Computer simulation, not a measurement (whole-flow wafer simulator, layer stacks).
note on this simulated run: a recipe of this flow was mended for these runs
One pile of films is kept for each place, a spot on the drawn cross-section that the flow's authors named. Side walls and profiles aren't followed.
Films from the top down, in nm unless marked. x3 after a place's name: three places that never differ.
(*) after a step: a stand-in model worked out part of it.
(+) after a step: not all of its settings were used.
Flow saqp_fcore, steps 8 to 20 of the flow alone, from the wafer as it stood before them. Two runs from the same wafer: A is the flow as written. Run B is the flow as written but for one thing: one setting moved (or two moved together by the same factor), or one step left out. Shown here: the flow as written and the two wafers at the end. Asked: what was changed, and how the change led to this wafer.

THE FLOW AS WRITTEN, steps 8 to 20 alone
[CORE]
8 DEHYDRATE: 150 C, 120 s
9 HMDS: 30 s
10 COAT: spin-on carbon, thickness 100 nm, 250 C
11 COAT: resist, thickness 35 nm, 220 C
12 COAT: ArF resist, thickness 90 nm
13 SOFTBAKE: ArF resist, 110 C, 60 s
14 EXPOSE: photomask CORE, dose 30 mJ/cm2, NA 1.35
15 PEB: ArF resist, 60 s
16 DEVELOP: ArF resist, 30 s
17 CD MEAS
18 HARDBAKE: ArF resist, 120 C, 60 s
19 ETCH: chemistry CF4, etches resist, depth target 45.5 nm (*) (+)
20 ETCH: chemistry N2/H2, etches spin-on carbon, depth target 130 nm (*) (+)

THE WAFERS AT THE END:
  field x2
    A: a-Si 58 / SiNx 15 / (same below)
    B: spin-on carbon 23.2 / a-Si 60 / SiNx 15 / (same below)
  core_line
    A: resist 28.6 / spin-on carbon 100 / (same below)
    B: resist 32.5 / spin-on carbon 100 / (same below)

The cause: step 20, ETCH: depth target 71.5 nm was run, where the flow has depth target 130 nm.

How the change led to this, step by step:
  20 ETCH: chemistry N2/H2, etches spin-on carbon, depth target 130 nm (*) (+)
      field x2: A spin-on carbon -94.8 (all of it), a-Si -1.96 | B spin-on carbon -71.5
      core_line: A ArF resist -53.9 (all of it), resist -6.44 | B ArF resist -53.9 (all of it), resist -2.54
